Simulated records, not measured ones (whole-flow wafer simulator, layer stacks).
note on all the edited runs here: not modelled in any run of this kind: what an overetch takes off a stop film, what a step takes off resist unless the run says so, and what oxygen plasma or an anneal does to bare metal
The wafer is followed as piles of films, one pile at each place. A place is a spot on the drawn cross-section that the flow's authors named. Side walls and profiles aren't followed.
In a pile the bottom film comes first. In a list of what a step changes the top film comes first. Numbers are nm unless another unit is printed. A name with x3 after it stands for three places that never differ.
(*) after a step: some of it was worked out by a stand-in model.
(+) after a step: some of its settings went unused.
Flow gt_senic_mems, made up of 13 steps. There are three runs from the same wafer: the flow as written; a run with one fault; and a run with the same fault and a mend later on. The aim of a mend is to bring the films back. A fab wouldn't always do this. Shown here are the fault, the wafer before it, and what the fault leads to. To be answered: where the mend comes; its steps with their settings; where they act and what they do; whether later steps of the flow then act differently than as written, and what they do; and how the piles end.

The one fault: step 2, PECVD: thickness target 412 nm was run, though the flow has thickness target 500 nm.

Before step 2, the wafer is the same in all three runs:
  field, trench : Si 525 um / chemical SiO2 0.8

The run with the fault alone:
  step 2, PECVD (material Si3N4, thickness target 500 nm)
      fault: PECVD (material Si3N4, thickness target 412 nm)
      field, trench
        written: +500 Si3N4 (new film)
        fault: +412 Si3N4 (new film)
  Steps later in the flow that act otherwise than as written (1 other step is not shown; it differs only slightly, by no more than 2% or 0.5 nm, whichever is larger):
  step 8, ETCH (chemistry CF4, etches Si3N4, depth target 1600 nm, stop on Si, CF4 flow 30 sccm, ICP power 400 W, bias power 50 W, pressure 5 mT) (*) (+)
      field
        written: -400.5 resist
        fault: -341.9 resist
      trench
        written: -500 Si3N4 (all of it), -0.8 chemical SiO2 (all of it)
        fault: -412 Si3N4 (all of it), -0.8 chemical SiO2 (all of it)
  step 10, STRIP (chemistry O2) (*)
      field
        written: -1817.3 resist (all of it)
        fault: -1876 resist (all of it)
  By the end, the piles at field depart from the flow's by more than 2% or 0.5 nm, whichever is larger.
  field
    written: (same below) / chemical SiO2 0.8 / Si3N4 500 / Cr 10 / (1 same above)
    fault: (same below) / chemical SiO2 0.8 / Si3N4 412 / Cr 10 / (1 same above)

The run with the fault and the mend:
  The mend stands after step 2.
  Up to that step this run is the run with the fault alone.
  step 2a, PECVD (material Si3N4, thickness target 88 nm) (the flow's step 2, run once more with other settings)
      field, trench
        +88 Si3N4
  Later steps of the flow that are run all act as written at every place that is followed.
  At every place that both follow, the piles at the end match the flow's.
